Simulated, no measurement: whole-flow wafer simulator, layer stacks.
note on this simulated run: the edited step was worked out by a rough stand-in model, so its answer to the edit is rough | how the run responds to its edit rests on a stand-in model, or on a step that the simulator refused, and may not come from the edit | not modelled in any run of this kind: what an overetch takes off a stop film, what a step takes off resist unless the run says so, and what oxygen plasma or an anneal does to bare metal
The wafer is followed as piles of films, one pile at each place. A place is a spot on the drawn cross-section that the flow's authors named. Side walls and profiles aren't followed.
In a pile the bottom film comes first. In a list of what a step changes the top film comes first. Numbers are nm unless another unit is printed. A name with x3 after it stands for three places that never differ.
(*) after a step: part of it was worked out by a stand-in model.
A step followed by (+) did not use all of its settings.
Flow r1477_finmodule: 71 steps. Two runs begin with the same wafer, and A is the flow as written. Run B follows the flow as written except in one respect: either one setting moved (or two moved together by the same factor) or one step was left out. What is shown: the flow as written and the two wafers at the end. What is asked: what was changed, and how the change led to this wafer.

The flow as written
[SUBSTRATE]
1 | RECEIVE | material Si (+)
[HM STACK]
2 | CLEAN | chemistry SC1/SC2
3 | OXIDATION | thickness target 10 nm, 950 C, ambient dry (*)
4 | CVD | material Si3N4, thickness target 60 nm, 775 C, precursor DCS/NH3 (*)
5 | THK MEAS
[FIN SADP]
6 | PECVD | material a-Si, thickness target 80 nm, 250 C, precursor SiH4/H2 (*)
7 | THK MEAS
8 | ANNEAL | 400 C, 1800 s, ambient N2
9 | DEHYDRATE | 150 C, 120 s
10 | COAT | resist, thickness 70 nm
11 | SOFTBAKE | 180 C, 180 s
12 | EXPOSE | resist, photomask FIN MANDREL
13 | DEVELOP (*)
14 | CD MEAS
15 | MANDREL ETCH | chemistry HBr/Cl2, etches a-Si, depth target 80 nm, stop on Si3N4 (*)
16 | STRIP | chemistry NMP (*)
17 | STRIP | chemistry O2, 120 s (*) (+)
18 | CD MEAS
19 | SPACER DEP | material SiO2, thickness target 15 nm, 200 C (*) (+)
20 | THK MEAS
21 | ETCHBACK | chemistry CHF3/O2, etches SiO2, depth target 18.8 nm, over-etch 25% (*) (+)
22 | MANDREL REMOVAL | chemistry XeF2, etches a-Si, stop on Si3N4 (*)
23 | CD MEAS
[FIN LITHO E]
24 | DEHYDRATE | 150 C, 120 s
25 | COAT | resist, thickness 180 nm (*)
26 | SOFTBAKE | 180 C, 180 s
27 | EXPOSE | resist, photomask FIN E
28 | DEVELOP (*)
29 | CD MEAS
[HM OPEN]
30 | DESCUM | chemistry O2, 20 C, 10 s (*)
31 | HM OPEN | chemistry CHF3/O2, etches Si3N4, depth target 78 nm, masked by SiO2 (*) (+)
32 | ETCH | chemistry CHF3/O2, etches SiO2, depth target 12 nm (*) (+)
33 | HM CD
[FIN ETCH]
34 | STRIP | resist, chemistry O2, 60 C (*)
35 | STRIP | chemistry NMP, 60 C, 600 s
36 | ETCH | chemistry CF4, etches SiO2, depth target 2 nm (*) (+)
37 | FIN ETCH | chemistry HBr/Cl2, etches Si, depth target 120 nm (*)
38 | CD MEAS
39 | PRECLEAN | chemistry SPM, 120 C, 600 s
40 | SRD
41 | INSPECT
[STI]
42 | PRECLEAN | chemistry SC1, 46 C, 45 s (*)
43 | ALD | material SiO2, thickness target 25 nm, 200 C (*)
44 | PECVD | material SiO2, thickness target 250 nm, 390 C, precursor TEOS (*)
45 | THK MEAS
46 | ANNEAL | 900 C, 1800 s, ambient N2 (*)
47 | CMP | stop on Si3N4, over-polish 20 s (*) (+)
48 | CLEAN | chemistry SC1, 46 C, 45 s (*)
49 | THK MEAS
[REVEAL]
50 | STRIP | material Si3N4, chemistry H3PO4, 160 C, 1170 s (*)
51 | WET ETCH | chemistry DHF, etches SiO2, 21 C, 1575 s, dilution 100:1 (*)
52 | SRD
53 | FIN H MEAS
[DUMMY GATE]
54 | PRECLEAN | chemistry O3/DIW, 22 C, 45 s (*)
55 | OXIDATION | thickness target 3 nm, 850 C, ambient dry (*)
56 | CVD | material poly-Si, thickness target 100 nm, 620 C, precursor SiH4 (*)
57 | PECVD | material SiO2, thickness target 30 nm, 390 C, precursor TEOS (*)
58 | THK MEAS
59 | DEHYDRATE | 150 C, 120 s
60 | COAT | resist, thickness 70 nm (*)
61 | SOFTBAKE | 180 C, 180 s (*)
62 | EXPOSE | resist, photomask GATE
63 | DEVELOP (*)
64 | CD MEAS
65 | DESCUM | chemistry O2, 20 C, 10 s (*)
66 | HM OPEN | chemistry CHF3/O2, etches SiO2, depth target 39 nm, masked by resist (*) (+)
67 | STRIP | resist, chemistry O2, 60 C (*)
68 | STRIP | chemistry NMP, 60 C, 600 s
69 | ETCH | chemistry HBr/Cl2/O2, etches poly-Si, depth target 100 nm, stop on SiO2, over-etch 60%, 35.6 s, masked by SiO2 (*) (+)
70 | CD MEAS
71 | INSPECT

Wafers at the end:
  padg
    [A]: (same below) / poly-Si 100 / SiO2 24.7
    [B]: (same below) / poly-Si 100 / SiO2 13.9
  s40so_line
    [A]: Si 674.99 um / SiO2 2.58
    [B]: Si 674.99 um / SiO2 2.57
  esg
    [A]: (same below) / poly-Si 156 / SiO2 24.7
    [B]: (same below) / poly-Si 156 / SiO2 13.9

Cause: step 57, PECVD: thickness target 19.2 nm was run, while the flow as written has thickness target 30 nm.

The path from the change to this, step by step:
  57 | PECVD | material SiO2, thickness target 30 nm, 390 C, precursor TEOS (*)
      pad, padg, elg and 33 more: A SiO2 gains 30 (new film) | B SiO2 gains 19.2 (new film)
  66 | HM OPEN | chemistry CHF3/O2, etches SiO2, depth target 39 nm, masked by resist (*) (+)
      pad, elo, eso and 15 more: A SiO2 loses 30 (all of it), poly-Si loses 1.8 | B SiO2 loses 19.2 (all of it), poly-Si loses 1.92
      padg, elg, esg and 15 more: A resist loses 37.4 | B resist loses 27.6
  67 | STRIP | resist, chemistry O2, 60 C (*)
      padg, elg, esg: A resist loses 15.9 (all of it) | B resist loses 25.7 (all of it)
      e40lg, e100lg: A resist loses 12.8 (all of it) | B resist loses 22.5 (all of it)
      (as well as at 13 more places)
